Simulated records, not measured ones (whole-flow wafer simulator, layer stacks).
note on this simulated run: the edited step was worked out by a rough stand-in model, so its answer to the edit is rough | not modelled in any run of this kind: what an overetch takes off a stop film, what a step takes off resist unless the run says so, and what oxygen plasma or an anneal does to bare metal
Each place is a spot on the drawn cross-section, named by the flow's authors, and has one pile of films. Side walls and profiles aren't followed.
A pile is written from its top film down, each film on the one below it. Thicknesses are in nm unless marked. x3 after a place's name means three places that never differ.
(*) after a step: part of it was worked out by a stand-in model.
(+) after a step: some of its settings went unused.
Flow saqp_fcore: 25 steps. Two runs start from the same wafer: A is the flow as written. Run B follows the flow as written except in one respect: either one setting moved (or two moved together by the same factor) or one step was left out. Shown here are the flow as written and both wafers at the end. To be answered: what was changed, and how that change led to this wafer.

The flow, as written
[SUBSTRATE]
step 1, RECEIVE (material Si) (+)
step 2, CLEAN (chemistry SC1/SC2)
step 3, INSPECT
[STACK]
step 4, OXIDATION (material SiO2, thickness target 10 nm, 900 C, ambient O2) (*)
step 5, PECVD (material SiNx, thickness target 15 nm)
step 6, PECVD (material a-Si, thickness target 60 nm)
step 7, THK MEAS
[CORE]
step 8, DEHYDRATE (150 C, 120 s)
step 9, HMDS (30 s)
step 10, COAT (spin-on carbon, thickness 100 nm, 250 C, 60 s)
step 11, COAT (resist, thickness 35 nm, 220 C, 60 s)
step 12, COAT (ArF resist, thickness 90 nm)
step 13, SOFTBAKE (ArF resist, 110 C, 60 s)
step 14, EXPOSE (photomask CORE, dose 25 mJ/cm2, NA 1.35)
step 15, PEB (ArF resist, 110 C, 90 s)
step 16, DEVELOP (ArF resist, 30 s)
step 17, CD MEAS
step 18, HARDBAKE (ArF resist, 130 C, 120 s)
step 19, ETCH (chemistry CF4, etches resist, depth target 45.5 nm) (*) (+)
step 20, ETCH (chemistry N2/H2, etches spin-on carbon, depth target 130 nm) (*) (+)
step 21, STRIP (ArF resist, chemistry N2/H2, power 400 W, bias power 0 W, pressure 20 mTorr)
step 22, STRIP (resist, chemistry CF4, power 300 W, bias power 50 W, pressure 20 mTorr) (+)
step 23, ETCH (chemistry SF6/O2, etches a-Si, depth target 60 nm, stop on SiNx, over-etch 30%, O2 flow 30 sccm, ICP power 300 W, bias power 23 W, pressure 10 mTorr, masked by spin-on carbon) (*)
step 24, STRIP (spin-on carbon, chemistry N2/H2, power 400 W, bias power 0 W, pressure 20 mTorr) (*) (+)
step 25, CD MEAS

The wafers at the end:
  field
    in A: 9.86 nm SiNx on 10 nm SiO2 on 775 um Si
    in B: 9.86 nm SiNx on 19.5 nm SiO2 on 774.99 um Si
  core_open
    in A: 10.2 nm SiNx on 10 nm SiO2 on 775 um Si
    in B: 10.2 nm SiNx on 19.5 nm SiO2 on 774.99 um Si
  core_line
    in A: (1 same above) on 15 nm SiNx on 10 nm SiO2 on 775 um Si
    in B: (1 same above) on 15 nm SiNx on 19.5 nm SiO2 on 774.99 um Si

The reason: step 4, OXIDATION: 968 C was run, whereas the flow has 900 C.

Step by step, how the change led to this:
  step 4, OXIDATION (material SiO2, thickness target 10 nm, 900 C, ambient O2) (*)
      field, core_open, core_line: A +10 SiO2 (new film), -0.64 chemical SiO2 (all of it), -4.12 Si | B +19.5 SiO2 (new film), -0.64 chemical SiO2 (all of it), -8.29 Si
